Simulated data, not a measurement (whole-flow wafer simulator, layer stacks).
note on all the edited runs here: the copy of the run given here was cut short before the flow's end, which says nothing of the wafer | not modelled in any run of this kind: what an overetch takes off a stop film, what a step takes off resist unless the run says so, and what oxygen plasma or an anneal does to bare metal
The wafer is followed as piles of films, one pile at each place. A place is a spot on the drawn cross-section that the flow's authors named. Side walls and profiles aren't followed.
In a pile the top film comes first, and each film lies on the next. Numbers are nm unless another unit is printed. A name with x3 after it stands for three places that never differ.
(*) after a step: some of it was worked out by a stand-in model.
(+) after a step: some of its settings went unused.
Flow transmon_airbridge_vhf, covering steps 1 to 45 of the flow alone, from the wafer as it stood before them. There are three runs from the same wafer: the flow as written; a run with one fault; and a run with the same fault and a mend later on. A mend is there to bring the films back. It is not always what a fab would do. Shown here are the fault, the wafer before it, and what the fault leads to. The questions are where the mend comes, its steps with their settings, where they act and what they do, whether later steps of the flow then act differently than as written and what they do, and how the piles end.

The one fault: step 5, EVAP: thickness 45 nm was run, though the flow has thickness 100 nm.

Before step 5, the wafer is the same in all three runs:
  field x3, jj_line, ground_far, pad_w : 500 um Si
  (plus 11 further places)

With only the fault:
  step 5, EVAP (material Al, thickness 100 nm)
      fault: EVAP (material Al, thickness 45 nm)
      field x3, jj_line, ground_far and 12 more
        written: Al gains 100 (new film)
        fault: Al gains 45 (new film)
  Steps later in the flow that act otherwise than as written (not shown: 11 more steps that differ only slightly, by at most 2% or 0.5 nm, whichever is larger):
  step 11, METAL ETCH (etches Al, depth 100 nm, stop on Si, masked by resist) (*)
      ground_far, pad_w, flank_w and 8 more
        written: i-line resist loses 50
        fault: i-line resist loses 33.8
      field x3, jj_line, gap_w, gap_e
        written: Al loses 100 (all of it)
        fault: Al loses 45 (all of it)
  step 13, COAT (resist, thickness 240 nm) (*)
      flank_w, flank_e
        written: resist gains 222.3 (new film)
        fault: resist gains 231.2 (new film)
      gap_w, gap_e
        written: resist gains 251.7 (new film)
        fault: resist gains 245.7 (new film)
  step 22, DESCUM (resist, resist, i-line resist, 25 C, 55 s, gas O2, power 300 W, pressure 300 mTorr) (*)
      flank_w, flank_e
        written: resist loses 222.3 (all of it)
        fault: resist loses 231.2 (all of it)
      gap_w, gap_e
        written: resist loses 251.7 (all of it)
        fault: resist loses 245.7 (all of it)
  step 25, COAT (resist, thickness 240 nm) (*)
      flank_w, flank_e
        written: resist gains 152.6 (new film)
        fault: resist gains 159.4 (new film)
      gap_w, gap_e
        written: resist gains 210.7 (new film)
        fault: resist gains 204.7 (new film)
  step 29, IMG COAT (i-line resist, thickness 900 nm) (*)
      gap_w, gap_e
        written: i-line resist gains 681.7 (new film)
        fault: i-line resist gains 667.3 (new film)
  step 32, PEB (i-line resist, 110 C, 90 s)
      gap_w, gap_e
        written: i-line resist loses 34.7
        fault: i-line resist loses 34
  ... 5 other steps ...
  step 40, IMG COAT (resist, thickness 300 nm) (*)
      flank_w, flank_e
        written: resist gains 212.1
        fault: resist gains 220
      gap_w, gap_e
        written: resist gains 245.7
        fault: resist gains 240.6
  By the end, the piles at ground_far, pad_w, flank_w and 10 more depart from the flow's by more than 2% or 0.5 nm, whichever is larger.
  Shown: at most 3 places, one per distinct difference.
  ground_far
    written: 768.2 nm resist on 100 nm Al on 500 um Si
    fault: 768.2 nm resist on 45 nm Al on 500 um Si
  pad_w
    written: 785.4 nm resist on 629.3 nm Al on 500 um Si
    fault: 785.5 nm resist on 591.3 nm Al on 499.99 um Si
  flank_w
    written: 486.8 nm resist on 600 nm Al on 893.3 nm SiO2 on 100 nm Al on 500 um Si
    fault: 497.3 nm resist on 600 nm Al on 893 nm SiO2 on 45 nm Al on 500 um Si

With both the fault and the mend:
  After step 10 comes the mend.
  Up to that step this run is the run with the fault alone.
  step 10a, STRIP (i-line resist, 80 C, 600 s) (+)
      ground_far, pad_w, flank_w and 8 more
        i-line resist loses 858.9 (all of it)
  step 10b, EVAP (material Al, thickness 55 nm) (the flow's step 5 again, with other settings)
      field x3, jj_line, ground_far and 12 more
        Al gains 55
  step 10c, COAT (i-line resist, thickness 900 nm) (the flow's step 6 again)
      field x3, jj_line, ground_far and 12 more
        i-line resist gains 900 (new film)
  step 10d, SOFTBAKE (i-line resist, 90 C, 90 s) (the flow's step 7 again)
      does not change any film at any place that is followed
  step 10e, EXPOSE (i-line resist, thickness 900 nm, photomask AB CPW, dose 155.4 mJ/cm2, NA 0.45, wavelength 365 nm) (*) (the flow's step 8 again)
      does not change any film at any place that is followed
  step 10f, PEB (i-line resist, 110 C, 60 s) (the flow's step 9 again)
      field x3, jj_line, ground_far and 12 more
        i-line resist loses 41
  step 10g, DEVELOP (i-line resist, thickness 900 nm, developer developer-B, 60 s) (the flow's step 10 again)
      ground_far, pad_w, flank_w and 8 more
        i-line resist loses 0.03
      field x3, jj_line, gap_w, gap_e
        i-line resist loses 859 (all of it)
  Later steps of the flow that are run all act as written at every place that is followed.
  At every place that both follow, the piles at the end match the flow's.
